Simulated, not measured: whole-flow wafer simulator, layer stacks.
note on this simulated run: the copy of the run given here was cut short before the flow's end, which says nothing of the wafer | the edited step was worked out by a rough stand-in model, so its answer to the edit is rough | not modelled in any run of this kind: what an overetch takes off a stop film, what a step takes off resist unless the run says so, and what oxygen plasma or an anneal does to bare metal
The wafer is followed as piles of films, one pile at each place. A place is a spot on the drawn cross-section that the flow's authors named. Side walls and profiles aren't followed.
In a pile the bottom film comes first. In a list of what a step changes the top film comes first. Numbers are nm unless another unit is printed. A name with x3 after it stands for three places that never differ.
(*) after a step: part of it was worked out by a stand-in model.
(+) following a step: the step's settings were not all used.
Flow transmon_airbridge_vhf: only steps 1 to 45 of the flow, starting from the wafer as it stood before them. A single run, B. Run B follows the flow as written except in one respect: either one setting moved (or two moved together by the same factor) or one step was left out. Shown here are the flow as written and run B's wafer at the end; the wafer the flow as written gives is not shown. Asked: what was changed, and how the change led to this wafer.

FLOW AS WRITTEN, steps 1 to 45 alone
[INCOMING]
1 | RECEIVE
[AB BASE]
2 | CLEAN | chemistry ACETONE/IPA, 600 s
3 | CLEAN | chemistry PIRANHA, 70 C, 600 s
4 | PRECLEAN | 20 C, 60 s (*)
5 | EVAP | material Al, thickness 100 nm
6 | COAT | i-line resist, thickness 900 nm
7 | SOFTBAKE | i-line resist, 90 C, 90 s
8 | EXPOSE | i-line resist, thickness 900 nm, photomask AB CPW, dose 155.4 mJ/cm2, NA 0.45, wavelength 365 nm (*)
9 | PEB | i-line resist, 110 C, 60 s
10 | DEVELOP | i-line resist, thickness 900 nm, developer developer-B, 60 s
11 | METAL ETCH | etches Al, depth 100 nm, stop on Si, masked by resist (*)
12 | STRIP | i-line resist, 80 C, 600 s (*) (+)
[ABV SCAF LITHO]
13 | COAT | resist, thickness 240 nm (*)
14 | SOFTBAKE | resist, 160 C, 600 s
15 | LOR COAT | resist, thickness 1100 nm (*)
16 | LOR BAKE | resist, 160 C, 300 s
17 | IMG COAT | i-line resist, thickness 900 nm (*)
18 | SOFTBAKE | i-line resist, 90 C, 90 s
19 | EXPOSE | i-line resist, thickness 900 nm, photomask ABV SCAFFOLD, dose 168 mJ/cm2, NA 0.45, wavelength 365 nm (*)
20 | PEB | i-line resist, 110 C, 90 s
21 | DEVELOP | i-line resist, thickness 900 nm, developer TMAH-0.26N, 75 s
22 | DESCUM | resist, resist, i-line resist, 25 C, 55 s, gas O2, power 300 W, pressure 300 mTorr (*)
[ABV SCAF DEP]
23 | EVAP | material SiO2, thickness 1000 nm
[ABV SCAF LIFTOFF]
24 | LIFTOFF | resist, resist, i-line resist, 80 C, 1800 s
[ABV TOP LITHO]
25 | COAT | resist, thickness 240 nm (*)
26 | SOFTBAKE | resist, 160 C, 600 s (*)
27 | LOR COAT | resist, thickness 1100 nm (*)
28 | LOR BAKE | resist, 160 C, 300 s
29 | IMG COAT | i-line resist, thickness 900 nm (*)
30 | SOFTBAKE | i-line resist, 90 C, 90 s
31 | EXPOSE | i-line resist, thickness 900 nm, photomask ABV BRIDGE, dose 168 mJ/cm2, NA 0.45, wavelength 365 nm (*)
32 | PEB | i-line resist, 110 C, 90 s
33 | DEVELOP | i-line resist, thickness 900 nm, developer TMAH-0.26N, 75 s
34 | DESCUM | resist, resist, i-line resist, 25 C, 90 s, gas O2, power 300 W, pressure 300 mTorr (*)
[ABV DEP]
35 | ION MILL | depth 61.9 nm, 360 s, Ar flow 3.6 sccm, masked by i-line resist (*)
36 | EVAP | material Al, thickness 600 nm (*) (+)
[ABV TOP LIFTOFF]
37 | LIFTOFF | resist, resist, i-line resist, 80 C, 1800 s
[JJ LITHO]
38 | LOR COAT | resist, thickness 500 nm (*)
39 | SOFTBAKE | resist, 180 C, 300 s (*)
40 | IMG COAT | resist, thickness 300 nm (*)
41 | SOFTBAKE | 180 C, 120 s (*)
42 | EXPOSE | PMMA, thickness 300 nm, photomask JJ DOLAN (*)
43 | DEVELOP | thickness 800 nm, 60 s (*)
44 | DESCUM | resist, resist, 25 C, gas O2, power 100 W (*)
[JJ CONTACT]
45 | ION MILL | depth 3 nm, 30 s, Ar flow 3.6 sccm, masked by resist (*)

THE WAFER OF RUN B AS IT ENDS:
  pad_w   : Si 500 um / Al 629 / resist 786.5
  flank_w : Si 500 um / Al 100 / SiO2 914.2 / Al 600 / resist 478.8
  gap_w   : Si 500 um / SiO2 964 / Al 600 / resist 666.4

The reason: step 15, LOR COAT: thickness 660 nm was run, while the flow as written has thickness 1100 nm.

How this came from the change, step by step:
  15 | LOR COAT | resist, thickness 1100 nm (*)
      field x3, jj_line, trace_open_s x2, margin_s, bridge_strip, margin_n: +660 resist (as written it would have been: +1100 resist)
      pad_w, pad_e: +653.5 resist (as written it would have been: +1090.9 resist)
      (as well as at 6 more places)
  21 | DEVELOP | i-line resist, thickness 900 nm, developer TMAH-0.26N, 75 s
      margin_s, bridge_strip, margin_n: -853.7 i-line resist (all of it), -660 resist (as written it would have been: -853.7 i-line resist (all of it), -1100 resist)
      flank_w, flank_e: -858.8 i-line resist (all of it), -648.3 resist (as written it would have been: -860.9 i-line resist (all of it), -1086.4 resist)
      (as well as at 3 more places)
  23 | EVAP | material SiO2, thickness 1000 nm
      flank_w, flank_e: +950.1 SiO2 (new film) (as written it would have been: +929.3 SiO2 (new film))
  24 | LIFTOFF | resist, resist, i-line resist, 80 C, 1800 s
      field x3, jj_line, trace_open_s x2: -1000 SiO2 (all of it), -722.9 i-line resist (all of it), -900 resist (all of it) (as written it would have been: -1000 SiO2 (all of it), -722.9 i-line resist (all of it), -1340 resist (all of it))
      pad_w, pad_e: -1000 SiO2 (all of it), -716.1 i-line resist (all of it), -892.8 resist (all of it) (as written it would have been: -1000 SiO2 (all of it), -718 i-line resist (all of it), -1330.2 resist (all of it))
      (as well as at 1 more place)
  25 | COAT | resist, thickness 240 nm (*)
      flank_w, flank_e: +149 resist (new film) (as written it would have been: +152.6 resist (new film))
  34 | DESCUM | resist, resist, i-line resist, 25 C, 90 s, gas O2, power 300 W, pressure 300 mTorr (*)
      flank_w, flank_e: -149 resist (all of it) (as written it would have been: -152.6 resist (all of it))
